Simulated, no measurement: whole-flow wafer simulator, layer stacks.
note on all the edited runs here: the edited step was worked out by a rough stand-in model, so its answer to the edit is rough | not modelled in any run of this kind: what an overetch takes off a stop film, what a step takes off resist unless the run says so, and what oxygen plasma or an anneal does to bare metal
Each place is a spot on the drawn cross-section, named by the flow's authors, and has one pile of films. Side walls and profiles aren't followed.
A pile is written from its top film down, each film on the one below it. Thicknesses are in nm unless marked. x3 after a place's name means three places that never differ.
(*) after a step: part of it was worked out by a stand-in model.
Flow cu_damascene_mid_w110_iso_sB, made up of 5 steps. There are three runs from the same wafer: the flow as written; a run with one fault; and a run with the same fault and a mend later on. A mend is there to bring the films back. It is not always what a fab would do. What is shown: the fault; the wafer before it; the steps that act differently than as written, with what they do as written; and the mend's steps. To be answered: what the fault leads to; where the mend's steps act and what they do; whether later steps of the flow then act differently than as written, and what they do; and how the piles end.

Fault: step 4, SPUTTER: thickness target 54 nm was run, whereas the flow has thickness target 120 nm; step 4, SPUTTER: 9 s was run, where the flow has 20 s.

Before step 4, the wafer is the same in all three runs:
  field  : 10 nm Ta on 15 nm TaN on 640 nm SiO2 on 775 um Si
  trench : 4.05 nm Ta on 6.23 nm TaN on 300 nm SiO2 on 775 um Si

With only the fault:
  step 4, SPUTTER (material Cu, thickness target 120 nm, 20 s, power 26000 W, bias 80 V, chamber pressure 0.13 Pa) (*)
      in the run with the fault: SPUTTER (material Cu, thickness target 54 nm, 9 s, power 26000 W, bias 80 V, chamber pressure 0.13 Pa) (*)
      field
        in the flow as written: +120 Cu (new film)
        in the run with the fault: +54 Cu (new film)
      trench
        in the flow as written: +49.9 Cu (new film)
        in the run with the fault: +22.5 Cu (new film)
  Later steps of the flow acting differently than as written:
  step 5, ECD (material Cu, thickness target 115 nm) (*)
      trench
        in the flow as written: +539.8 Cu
        in the run with the fault: +501.3 Cu
  By the end, the piles at field, trench depart from the flow's by more than 2% or 0.5 nm, whichever is larger.
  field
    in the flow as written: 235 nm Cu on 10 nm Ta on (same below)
    in the run with the fault: 169 nm Cu on 10 nm Ta on (same below)
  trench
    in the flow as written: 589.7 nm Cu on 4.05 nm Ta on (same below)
    in the run with the fault: 523.7 nm Cu on 4.05 nm Ta on (same below)

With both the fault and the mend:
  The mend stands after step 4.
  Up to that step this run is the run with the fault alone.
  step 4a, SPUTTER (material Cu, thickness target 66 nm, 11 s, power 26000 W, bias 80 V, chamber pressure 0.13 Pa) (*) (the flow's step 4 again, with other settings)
      field
        +66 Cu
      trench
        +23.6 Cu
  Every later step of the flow that is run acts as written, at every place that is followed, to within 2% or 0.5 nm, whichever is larger.
  The piles end the same as the flow's at every place that both follow.
